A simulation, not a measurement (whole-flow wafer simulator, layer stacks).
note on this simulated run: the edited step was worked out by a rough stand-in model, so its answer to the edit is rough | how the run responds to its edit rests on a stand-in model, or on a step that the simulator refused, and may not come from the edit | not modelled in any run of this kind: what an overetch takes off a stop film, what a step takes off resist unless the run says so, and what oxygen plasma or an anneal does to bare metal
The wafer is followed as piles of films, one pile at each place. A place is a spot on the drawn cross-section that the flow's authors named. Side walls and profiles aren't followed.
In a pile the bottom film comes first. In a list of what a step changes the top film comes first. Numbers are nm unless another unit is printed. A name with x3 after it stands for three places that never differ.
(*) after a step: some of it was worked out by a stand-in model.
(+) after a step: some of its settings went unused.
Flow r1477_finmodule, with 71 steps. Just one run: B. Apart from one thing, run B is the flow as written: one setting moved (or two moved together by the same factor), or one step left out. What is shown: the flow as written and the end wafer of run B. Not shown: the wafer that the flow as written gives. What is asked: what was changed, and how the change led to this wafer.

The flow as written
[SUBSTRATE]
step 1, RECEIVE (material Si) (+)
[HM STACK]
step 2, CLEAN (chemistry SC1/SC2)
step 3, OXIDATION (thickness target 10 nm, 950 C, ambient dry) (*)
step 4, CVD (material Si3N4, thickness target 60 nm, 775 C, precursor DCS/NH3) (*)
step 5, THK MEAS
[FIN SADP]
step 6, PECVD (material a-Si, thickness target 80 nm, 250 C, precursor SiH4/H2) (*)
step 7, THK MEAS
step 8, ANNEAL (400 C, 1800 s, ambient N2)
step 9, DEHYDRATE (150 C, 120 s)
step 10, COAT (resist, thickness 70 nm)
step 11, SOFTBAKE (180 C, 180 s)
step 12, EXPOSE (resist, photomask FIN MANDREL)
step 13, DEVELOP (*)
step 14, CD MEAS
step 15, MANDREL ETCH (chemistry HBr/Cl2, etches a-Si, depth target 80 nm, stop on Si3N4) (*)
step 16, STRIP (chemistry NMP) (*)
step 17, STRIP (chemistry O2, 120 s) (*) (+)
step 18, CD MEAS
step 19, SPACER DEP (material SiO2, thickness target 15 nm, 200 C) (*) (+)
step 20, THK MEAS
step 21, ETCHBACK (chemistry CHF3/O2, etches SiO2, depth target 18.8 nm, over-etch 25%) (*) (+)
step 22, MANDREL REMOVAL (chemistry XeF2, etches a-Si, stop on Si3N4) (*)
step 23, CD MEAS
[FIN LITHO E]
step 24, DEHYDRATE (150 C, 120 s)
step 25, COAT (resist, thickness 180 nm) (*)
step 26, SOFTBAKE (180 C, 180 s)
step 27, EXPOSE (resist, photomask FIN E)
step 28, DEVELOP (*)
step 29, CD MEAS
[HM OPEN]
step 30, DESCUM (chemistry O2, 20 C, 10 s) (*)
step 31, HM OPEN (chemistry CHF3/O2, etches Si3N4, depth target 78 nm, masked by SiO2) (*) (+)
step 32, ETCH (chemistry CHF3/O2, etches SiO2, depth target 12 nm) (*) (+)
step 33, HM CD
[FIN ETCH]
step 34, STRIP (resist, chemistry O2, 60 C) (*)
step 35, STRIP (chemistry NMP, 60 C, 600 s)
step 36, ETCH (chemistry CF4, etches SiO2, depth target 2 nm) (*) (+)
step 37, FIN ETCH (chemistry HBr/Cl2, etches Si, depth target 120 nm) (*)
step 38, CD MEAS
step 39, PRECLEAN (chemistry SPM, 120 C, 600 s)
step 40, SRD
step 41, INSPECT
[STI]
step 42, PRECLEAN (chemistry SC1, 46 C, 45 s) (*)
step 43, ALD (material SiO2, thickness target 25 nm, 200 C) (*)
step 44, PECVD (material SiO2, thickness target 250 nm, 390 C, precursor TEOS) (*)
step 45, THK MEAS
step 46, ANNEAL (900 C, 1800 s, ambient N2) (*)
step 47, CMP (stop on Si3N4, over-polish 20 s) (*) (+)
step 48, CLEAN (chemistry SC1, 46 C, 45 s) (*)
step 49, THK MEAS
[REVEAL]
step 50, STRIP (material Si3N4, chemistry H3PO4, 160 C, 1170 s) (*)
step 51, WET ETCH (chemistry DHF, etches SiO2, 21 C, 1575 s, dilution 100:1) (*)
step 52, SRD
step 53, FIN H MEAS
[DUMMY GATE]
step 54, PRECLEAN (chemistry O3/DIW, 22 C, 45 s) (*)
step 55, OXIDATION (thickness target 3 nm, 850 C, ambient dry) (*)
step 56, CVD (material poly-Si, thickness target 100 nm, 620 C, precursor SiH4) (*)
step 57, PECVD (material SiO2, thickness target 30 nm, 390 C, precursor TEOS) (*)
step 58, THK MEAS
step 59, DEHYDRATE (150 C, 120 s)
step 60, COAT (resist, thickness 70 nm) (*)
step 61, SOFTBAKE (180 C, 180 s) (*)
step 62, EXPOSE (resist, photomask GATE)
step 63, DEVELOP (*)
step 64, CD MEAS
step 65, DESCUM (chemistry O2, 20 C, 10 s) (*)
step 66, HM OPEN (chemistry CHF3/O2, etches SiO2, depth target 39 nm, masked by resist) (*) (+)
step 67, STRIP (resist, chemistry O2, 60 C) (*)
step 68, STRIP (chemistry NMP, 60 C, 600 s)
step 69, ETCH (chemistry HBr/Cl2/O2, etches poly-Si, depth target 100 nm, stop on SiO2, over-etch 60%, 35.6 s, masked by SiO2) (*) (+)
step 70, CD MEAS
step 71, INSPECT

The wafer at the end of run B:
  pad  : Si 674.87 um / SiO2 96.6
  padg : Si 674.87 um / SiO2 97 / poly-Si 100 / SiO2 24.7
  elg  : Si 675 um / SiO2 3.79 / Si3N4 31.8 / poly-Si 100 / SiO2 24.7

The reason: step 3, OXIDATION: 831 C was run, whereas the flow has 950 C.

The path from the change to this, step by step:
  step 3, OXIDATION (thickness target 10 nm, 950 C, ambient dry) (*)
      pad, padg, elg and 33 more: +3.79 SiO2 (new film), -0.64 chemical SiO2 (all of it), -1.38 Si (in the flow as written it would be: +10 SiO2 (new film), -0.64 chemical SiO2 (all of it), -4.12 Si)
  step 31, HM OPEN (chemistry CHF3/O2, etches Si3N4, depth target 78 nm, masked by SiO2) (*) (+)
      s40cg, s45cg, s50cg, s40co, s45co, s50co: -60 Si3N4 (all of it), -3.79 SiO2 (all of it) (in the flow as written it would be: -60 Si3N4 (all of it), -9 SiO2)
      pad, padg, esg and 13 more: -56.4 Si3N4 (all of it), -3.79 SiO2 (all of it) (in the flow as written it would be: -56.4 Si3N4 (all of it), -10 SiO2 (all of it))
  step 32, ETCH (chemistry CHF3/O2, etches SiO2, depth target 12 nm) (*) (+)
      s40cg, s40co: -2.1 Si (in the flow as written it would be: -1 SiO2 (all of it), -2.2 Si)
      s45cg, s45co: -2.13 Si (in the flow as written it would be: -1 SiO2 (all of it), -2.2 Si)
      (also at 2 further places)
  step 43, ALD (material SiO2, thickness target 25 nm, 200 C) (*)
      s40cg, s45cg, s50cg, s40co, s45co, s50co: +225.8 SiO2 (new film) (in the flow as written it would be: +232.1 SiO2 (new film))
      esg: +188.1 SiO2 (new film) (in the flow as written it would be: +194.3 SiO2 (new film))
  step 47, CMP (stop on Si3N4, over-polish 20 s) (*) (+)
      pad, padg, e40sg and 11 more: -78 SiO2 (in the flow as written it would be: -71.8 SiO2)
      eso: -78.6 SiO2 (in the flow as written it would be: -72.4 SiO2)
  step 51, WET ETCH (chemistry DHF, etches SiO2, 21 C, 1575 s, dilution 100:1) (*)
      s40sg_line, s45sg_line, s50sg_line, s40so_line, s45so_line, s50so_line: -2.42 SiO2 (all of it) (in the flow as written it would be: -8.63 SiO2 (all of it))
  step 56, CVD (material poly-Si, thickness target 100 nm, 620 C, precursor SiH4) (*)
      s40cg, s40co: +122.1 poly-Si (new film) (in the flow as written it would be: +113.9 poly-Si (new film))
      s45cg, s45co: +119.6 poly-Si (new film) (in the flow as written it would be: +113.4 poly-Si (new film))
      (also at 2 further places)
  step 60, COAT (resist, thickness 70 nm) (*)
      s40cg, s40co: +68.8 resist (new film) (in the flow as written it would be: +70.6 resist (new film))
      s40sg, s40so: +97.5 resist (new film) (in the flow as written it would be: +91 resist (new film))
      (also at 4 further places)
  step 63, DEVELOP (*)
      s40co: -68.8 resist (all of it) (in the flow as written it would be: -70.6 resist (all of it))
      s40so: -97.5 resist (all of it) (in the flow as written it would be: -91 resist (all of it))
      (also at 2 further places)
  step 67, STRIP (resist, chemistry O2, 60 C) (*)
      s40cg: -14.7 resist (all of it) (in the flow as written it would be: -16.5 resist (all of it))
      s40sg: -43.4 resist (all of it) (in the flow as written it would be: -36.9 resist (all of it))
      (also at 2 further places)
  step 69, ETCH (chemistry HBr/Cl2/O2, etches poly-Si, depth target 100 nm, stop on SiO2, over-etch 60%, 35.6 s, masked by SiO2) (*) (+)
      s40co: -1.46 chemical SiO2 (all of it), -119.7 poly-Si (all of it), -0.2 SiO2 (in the flow as written it would be: -1.46 chemical SiO2 (all of it), -111.5 poly-Si (all of it), -0.24 SiO2)
      s45co: -1.46 chemical SiO2 (all of it), -117.1 poly-Si (all of it), -0.21 SiO2 (in the flow as written it would be: -1.46 chemical SiO2 (all of it), -110.9 poly-Si (all of it), -0.25 SiO2)
      (also at 1 further place)
